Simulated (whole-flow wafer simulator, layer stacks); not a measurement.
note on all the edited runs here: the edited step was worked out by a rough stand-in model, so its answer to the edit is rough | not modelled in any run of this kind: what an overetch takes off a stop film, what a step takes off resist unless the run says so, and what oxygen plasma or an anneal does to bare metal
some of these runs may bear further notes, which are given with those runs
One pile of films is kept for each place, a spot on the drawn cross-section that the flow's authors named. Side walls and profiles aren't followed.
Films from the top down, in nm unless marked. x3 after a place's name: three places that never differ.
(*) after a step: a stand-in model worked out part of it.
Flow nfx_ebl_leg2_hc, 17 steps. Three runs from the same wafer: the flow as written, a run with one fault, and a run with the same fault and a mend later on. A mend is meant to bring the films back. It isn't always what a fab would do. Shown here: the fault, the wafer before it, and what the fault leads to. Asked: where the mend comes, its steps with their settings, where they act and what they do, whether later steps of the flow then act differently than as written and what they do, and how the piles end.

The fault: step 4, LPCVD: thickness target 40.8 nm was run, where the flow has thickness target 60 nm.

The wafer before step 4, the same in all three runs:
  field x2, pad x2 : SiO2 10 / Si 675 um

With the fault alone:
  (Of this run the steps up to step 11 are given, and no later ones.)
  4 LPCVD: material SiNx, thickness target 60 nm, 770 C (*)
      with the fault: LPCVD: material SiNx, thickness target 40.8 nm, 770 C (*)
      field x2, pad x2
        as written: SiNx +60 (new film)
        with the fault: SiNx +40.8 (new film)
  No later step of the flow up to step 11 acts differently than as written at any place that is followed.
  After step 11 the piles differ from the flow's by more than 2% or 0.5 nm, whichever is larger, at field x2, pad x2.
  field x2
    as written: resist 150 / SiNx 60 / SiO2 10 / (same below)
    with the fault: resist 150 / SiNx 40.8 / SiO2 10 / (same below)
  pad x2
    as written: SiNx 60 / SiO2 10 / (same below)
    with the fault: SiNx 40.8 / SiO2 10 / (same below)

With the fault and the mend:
  The mend comes after step 11.
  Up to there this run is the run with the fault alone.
  11a STRIP: resist, chemistry O2, 25 C (*)
      field x2
        resist -150 (all of it)
  11b CLEAN: chemistry SC1/SC2 (*) (the flow's step 2 once more)
      changes no film at any place that is followed
  11c LPCVD: material SiNx, thickness target 19.2 nm, 770 C (*) (the flow's step 4 once more, with other settings)
      field x2, pad x2
        SiNx +19.2
  11d DEHYDRATE: 180 C, 120 s (the flow's step 6 once more)
      changes no film at any place that is followed
  11e COAT: resist, thickness 150 nm (the flow's step 7 once more)
      field x2, pad x2
        resist +150 (new film)
  11f SOFTBAKE: resist, 150 C, 60 s (the flow's step 8 once more)
      changes no film at any place that is followed
  11g EXPOSE: PMMA, thickness 150 nm, photomask GRATING (*) (the flow's step 9 once more)
      changes no film at any place that is followed
  11h DEVELOP: resist, thickness 150 nm, developer developer-C-546, 60 s (*) (the flow's step 10 once more)
      pad x2
        resist -150 (all of it)
  No later step of the flow acts differently than as written at any place that is followed.
  At the end the piles are the same as the flow's at every place that both follow.
